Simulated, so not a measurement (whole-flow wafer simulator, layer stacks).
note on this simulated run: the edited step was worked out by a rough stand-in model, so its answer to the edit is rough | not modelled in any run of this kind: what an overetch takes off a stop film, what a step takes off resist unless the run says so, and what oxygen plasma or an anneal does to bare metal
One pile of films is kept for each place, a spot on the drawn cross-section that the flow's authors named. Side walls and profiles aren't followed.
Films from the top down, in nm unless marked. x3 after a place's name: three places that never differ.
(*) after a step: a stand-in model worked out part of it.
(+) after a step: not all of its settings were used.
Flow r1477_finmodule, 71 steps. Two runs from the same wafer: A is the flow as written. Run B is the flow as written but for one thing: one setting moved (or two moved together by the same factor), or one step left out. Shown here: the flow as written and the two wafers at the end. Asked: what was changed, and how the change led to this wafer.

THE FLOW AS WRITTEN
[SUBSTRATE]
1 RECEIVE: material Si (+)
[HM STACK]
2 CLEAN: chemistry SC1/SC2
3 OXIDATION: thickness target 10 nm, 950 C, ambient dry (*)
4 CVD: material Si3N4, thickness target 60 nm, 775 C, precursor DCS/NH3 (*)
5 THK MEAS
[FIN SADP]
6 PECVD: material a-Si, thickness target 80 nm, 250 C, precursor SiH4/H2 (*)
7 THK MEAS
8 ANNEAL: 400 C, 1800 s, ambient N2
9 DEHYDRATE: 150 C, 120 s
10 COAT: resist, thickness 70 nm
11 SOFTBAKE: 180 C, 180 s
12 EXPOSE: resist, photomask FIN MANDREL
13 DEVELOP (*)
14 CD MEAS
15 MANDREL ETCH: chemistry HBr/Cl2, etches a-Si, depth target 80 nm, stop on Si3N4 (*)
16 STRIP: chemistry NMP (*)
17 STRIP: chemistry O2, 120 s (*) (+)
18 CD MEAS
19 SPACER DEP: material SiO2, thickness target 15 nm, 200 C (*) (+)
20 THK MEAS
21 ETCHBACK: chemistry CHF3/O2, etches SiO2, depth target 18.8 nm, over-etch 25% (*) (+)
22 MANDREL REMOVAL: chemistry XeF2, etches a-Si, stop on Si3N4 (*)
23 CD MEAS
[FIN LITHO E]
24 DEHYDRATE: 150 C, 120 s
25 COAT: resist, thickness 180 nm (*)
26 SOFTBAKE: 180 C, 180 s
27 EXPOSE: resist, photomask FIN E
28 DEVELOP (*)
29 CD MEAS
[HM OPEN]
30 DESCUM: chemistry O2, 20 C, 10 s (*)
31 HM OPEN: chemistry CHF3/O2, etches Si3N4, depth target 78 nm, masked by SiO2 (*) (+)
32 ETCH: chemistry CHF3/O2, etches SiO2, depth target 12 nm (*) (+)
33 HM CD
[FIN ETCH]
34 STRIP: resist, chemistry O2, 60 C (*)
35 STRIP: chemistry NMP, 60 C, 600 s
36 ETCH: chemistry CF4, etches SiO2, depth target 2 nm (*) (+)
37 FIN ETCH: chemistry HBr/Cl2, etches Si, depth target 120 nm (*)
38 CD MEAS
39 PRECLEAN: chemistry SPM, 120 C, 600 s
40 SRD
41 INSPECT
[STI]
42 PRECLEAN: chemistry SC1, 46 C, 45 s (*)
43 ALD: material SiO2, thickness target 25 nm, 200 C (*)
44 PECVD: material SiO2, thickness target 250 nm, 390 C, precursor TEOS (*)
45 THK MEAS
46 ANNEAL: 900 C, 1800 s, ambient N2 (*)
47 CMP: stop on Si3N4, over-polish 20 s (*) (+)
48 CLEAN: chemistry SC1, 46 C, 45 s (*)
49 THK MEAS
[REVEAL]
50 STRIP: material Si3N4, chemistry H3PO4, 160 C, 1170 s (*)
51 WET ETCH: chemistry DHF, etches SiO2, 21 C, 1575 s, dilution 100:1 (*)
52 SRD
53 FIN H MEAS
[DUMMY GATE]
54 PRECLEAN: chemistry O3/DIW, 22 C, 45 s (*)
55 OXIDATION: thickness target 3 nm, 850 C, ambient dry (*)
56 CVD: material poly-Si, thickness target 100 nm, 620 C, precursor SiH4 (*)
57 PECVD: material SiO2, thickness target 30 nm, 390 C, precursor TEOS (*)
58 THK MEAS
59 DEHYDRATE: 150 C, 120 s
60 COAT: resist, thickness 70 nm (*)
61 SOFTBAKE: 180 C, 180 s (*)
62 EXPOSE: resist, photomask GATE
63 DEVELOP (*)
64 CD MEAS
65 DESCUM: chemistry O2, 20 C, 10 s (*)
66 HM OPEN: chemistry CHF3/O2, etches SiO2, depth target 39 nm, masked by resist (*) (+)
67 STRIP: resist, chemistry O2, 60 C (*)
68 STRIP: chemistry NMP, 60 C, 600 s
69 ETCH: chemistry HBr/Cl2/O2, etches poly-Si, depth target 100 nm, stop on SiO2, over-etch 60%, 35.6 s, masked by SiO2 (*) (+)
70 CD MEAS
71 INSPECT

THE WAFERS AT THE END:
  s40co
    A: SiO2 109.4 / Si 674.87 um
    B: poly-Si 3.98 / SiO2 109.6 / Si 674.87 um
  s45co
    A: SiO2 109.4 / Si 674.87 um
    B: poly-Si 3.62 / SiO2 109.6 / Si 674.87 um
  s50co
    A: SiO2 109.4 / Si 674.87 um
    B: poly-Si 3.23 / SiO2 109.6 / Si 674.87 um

The cause: step 56, CVD: thickness target 151.8 nm was run, where the flow has thickness target 100 nm.

How the change led to this, step by step:
  56 CVD: material poly-Si, thickness target 100 nm, 620 C, precursor SiH4 (*)
      pad, padg, elg and 26 more: A poly-Si +100 (new film) | B poly-Si +151.8 (new film)
      s40cg, s40co: A poly-Si +113.9 (new film) | B poly-Si +166.4 (new film)
      (and at 5 more places)
  67 STRIP: resist, chemistry O2, 60 C (*)
      s40cg: A resist -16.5 (all of it) | B resist -15.9 (all of it)
      s45cg: A resist -16.9 (all of it) | B resist -16.2 (all of it)
      (and at 1 more place)
  69 ETCH: chemistry HBr/Cl2/O2, etches poly-Si, depth target 100 nm, stop on SiO2, over-etch 60%, 35.6 s, masked by SiO2 (*) (+)
      pad, eso, e40so, e100so, e200so, s40so, s45so, s50so: A chemical SiO2 -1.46 (all of it), poly-Si -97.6 (all of it), SiO2 -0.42 | B chemical SiO2 -1.46 (all of it), poly-Si -149.4 (all of it)
      elo, e40lo, e100lo, e200lo: A chemical SiO2 -1.46 (all of it), poly-Si -97.6 (all of it), Si3N4 -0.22 | B chemical SiO2 -1.46 (all of it), poly-Si -149.4 (all of it)
      (and at 6 more places)
